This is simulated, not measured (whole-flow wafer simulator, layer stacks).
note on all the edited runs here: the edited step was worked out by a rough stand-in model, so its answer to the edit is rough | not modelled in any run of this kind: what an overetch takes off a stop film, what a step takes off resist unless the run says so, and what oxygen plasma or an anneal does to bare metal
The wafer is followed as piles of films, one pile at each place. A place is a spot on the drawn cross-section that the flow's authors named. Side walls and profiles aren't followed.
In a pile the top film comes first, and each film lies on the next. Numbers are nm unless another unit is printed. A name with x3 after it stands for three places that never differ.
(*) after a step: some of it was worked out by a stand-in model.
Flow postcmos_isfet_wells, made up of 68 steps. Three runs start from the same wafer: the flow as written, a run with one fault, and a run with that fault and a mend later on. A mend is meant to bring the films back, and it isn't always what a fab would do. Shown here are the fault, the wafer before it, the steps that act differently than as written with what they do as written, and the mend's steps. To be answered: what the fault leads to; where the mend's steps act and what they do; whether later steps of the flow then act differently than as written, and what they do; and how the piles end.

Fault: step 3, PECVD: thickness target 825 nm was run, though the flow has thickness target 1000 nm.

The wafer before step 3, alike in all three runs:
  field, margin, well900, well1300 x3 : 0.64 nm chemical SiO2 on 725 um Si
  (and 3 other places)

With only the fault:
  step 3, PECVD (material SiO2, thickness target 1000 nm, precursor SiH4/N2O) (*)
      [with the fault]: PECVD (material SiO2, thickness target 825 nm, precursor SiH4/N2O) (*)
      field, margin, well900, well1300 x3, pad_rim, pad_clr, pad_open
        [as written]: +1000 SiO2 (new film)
        [with the fault]: +825 SiO2 (new film)
  Later steps of the flow that are run all act as written at every place that is followed.
  By the end, the piles at field, margin, well900, well1300 x3, pad_rim, pad_clr, pad_open depart from the flow's by more than 2% or 0.5 nm, whichever is larger.
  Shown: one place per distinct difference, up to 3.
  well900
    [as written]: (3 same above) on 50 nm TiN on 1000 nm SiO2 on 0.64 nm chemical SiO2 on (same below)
    [with the fault]: (3 same above) on 50 nm TiN on 825 nm SiO2 on 0.64 nm chemical SiO2 on (same below)
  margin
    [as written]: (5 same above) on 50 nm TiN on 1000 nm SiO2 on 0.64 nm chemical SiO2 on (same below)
    [with the fault]: (5 same above) on 50 nm TiN on 825 nm SiO2 on 0.64 nm chemical SiO2 on (same below)
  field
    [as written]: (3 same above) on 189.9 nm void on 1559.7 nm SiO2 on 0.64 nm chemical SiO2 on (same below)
    [with the fault]: (3 same above) on 189.9 nm void on 1384.7 nm SiO2 on 0.64 nm chemical SiO2 on (same below)

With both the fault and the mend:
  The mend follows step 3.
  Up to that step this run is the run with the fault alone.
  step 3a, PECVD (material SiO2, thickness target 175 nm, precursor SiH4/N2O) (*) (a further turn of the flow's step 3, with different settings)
      field, margin, well900, well1300 x3, pad_rim, pad_clr, pad_open
        +175 SiO2
  Later steps of the flow that are run all act as written at every place that is followed.
  The piles end the same as the flow's at every place that both follow.
